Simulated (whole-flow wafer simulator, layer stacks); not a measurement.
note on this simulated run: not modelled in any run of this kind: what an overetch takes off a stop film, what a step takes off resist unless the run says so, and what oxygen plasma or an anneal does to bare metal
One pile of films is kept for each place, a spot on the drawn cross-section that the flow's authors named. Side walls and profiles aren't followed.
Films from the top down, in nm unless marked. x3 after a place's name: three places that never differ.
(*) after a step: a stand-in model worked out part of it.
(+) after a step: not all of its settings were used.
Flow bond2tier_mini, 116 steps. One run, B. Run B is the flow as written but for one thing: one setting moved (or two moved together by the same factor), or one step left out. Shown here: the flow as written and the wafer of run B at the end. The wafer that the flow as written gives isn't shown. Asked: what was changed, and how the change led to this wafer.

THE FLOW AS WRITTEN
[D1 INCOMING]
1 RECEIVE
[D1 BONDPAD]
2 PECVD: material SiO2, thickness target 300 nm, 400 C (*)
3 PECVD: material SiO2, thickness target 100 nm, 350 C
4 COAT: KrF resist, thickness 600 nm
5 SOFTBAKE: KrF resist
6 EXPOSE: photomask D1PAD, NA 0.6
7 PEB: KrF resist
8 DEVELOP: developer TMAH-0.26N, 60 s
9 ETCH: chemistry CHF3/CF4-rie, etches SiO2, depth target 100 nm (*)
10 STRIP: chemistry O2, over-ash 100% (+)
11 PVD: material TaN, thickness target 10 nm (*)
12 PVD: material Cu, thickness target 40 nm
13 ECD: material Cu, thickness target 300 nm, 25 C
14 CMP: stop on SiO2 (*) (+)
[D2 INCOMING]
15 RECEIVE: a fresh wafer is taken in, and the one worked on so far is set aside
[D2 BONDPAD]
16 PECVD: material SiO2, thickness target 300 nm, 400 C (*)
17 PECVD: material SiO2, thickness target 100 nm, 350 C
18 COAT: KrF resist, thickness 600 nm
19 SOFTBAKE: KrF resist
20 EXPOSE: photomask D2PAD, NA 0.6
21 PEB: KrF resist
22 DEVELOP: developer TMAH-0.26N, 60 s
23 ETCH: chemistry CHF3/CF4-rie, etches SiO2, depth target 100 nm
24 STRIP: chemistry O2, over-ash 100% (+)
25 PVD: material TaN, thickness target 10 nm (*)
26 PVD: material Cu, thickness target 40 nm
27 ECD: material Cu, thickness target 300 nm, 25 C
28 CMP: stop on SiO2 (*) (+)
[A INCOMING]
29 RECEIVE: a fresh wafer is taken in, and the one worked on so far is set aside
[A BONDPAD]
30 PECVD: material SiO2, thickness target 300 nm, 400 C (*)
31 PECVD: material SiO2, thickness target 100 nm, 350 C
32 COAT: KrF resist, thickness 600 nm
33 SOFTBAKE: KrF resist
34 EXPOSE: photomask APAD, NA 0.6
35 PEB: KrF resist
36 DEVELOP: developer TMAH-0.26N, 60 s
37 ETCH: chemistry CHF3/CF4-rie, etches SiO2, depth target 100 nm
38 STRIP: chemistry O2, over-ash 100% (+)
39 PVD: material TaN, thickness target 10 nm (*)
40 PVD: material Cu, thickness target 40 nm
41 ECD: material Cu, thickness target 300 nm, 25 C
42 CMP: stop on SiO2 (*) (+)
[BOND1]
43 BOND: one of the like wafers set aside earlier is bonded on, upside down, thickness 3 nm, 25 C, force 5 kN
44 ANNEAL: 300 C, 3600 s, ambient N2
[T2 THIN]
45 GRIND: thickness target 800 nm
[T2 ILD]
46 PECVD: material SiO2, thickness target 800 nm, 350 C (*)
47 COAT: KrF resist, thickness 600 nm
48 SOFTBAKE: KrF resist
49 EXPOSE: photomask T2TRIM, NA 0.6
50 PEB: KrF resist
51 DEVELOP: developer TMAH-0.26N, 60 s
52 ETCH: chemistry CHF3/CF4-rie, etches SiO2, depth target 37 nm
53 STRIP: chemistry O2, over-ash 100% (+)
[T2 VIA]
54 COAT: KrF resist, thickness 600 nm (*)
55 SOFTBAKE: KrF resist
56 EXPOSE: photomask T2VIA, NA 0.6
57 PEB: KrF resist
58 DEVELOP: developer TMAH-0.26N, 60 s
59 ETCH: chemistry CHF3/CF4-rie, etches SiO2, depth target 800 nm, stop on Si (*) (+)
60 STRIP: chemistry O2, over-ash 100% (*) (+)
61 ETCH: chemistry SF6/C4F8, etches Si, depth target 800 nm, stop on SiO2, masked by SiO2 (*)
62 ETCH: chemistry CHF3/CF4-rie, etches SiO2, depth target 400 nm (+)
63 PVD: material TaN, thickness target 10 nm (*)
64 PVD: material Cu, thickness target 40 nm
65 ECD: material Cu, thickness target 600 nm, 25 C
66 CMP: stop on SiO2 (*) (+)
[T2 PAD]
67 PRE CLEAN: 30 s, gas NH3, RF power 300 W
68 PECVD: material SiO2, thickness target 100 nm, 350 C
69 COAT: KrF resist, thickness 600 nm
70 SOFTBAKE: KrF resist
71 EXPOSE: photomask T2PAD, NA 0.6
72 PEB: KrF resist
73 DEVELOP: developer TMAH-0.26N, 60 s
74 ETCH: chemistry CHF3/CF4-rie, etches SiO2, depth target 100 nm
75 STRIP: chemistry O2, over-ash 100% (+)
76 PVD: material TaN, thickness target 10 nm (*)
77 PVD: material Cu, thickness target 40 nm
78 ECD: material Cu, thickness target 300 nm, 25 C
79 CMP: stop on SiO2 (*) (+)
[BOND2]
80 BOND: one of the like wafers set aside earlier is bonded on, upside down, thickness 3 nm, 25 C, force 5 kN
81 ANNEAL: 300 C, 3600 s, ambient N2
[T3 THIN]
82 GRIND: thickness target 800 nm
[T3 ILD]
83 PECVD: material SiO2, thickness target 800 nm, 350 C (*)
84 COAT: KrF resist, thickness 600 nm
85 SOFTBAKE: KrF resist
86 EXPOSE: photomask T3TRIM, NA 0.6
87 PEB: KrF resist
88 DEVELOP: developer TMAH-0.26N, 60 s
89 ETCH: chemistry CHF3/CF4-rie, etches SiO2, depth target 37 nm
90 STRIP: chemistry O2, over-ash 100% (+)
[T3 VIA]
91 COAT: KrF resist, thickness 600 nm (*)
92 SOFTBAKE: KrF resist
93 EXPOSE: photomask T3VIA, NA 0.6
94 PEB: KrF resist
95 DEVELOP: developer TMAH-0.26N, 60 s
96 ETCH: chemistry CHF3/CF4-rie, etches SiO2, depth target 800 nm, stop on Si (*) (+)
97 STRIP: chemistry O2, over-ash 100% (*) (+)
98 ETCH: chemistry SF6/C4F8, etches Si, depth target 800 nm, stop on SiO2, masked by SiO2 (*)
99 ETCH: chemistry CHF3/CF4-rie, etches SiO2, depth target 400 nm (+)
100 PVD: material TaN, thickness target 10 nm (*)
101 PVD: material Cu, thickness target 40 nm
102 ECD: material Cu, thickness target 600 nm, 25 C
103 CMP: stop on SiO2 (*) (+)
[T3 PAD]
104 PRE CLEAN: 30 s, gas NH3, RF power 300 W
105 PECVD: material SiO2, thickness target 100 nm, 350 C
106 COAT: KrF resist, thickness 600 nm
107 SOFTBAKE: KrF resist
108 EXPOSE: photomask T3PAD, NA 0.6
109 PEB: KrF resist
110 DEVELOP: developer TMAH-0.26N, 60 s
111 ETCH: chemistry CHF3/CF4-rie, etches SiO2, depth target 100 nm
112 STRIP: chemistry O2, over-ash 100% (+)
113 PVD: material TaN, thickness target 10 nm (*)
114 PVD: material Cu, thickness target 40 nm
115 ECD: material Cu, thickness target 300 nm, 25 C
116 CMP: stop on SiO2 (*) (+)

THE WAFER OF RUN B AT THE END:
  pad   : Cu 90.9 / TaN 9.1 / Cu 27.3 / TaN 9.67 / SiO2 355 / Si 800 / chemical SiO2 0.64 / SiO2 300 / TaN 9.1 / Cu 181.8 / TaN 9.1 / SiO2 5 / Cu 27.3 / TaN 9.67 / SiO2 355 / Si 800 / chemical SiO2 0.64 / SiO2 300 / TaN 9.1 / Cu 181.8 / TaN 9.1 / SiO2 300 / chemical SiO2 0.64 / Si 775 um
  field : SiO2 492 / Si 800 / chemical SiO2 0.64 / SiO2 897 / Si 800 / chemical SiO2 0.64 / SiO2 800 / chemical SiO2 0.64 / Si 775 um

The cause: step 68, PECVD: thickness target 105 nm was run, where the flow has thickness target 100 nm.

How the change led to this, step by step:
  68 PECVD: material SiO2, thickness target 100 nm, 350 C
      field: SiO2 +105 (as written it would be: SiO2 +100)
      pad: SiO2 +105 (new film) (as written it would be: SiO2 +100 (new film))
  74 ETCH: chemistry CHF3/CF4-rie, etches SiO2, depth target 100 nm
      pad: SiO2 -100 (as written it would be: SiO2 -100 (all of it))
Counting metal films that touch as one body, pad has 4 bodies (between them, from the top down: SiO2 355 / Si 800 / chemical SiO2 0.64 / SiO2 300; SiO2 5; SiO2 355 / Si 800 / chemical SiO2 0.64 / SiO2 300); the flow as written gives 3 bodies (between them, from the top down: SiO2 355 / Si 800 / chemical SiO2 0.64 / SiO2 300; SiO2 355 / Si 800 / chemical SiO2 0.64 / SiO2 300).
